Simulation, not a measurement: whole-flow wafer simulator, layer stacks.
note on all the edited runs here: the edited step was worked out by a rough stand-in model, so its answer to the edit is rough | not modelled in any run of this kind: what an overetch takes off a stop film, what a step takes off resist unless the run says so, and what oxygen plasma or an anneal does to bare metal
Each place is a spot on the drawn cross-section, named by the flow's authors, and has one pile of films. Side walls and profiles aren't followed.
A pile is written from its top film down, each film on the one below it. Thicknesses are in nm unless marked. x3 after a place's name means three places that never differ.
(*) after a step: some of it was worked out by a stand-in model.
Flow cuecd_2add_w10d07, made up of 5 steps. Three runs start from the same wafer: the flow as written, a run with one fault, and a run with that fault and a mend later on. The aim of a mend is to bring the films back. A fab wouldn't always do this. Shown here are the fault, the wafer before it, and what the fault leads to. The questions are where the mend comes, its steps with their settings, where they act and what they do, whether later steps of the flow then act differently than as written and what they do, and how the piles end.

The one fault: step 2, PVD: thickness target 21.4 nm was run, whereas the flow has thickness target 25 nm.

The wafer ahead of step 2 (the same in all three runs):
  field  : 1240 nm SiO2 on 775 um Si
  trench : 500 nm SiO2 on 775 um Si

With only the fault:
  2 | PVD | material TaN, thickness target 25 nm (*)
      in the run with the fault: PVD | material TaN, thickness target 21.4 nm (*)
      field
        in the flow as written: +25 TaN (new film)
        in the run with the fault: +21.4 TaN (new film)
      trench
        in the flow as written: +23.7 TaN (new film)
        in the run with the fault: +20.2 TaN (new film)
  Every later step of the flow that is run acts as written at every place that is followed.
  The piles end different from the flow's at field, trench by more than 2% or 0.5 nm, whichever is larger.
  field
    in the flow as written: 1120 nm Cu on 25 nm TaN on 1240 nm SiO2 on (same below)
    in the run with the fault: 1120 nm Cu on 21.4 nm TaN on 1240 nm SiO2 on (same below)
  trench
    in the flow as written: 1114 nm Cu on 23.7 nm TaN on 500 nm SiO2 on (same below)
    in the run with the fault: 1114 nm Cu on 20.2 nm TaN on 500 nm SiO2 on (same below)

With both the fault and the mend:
  After step 2 comes the mend.
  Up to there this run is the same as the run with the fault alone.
  2a | PVD | material TaN, thickness target 3.6 nm (*) (a further turn of the flow's step 2, with different settings)
      field
        +3.6 TaN
      trench
        +3.41 TaN
  Every later step of the flow that is run acts as written at every place that is followed.
  At every place that both follow, the piles at the end match the flow's.
